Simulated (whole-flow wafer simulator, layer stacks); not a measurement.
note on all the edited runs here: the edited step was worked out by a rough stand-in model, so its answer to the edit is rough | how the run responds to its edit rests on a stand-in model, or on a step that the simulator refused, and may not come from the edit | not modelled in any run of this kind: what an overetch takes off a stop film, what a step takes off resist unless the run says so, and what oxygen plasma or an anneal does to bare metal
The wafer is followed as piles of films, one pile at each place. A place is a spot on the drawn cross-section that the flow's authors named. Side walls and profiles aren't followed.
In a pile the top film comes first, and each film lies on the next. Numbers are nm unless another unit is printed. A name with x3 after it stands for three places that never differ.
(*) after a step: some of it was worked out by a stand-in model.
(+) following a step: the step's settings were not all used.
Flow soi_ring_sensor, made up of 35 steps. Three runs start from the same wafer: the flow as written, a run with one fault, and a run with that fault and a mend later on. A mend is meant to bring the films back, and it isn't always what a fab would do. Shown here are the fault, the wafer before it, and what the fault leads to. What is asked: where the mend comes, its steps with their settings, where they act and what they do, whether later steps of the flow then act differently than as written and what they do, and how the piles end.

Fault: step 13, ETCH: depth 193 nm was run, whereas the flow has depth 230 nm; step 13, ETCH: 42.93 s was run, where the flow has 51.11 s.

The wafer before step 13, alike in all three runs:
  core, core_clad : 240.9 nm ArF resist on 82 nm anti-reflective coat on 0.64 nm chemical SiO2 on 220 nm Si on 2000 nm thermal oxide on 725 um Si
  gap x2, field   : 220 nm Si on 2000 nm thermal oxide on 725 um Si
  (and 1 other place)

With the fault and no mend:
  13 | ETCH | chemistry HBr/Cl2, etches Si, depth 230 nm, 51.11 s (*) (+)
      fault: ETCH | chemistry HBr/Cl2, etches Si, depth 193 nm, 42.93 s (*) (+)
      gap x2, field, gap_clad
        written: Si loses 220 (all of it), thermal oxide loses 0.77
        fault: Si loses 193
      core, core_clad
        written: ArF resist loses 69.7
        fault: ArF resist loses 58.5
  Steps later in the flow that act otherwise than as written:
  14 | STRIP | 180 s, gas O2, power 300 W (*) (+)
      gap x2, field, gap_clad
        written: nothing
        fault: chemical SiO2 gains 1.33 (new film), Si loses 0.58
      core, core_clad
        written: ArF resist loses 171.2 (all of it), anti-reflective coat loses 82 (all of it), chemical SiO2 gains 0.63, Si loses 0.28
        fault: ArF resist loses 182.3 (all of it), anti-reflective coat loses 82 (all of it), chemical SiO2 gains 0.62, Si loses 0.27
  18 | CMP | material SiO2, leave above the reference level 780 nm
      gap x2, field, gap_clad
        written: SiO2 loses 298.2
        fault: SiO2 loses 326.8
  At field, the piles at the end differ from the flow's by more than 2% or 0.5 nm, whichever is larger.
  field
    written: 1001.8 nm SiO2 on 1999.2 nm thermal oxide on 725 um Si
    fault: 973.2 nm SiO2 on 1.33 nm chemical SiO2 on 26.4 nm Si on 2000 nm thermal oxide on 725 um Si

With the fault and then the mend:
  The mend follows step 13.
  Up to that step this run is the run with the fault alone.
  13a | ETCH | chemistry HBr/Cl2, etches Si, depth 37 nm, 8.222 s (*) (+) (the flow's step 13 again, with other settings)
      gap x2, field, gap_clad
        Si loses 27 (all of it), thermal oxide loses 0.77
      core, core_clad
        ArF resist loses 11.2
  None of the later steps of the flow differs from how it acts as written, at any place that is followed, by more than 2% or 0.5 nm, whichever is larger.
  At every place that both follow, the piles at the end match the flow's.
